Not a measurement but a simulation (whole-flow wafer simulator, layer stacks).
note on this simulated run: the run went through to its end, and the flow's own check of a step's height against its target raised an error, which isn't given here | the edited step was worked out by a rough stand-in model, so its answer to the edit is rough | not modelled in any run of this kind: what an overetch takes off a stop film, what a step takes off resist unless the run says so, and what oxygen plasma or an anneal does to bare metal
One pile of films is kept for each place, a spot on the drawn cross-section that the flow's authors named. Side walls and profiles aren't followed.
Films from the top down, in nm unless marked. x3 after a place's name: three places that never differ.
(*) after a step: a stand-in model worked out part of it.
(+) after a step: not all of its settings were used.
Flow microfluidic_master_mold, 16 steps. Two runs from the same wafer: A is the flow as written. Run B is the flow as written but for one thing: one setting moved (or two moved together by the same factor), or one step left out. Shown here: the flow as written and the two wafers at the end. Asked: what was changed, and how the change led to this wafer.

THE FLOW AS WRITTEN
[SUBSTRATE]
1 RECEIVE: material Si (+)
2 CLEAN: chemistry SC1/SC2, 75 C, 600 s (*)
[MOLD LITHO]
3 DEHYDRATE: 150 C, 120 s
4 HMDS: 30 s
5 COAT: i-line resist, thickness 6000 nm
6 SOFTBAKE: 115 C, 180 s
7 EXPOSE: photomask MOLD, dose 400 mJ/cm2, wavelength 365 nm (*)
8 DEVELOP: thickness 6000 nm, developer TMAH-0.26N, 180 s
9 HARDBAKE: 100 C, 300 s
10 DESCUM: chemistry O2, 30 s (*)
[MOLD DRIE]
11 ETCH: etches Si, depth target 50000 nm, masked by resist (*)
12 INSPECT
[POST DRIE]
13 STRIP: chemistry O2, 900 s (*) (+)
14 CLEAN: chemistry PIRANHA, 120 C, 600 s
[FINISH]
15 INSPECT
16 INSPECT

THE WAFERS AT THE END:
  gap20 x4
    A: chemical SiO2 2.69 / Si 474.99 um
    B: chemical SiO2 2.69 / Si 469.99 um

The cause: step 11, ETCH: depth target 55000 nm was run, where the flow has depth target 50000 nm.

How the change led to this, step by step:
  11 ETCH: etches Si, depth target 50000 nm, masked by resist (*)
      gap20 x4: A chemical SiO2 -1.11 (all of it), Si -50 um | B chemical SiO2 -1.11 (all of it), Si -55 um
      ridge: A i-line resist -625 | B i-line resist -687.5
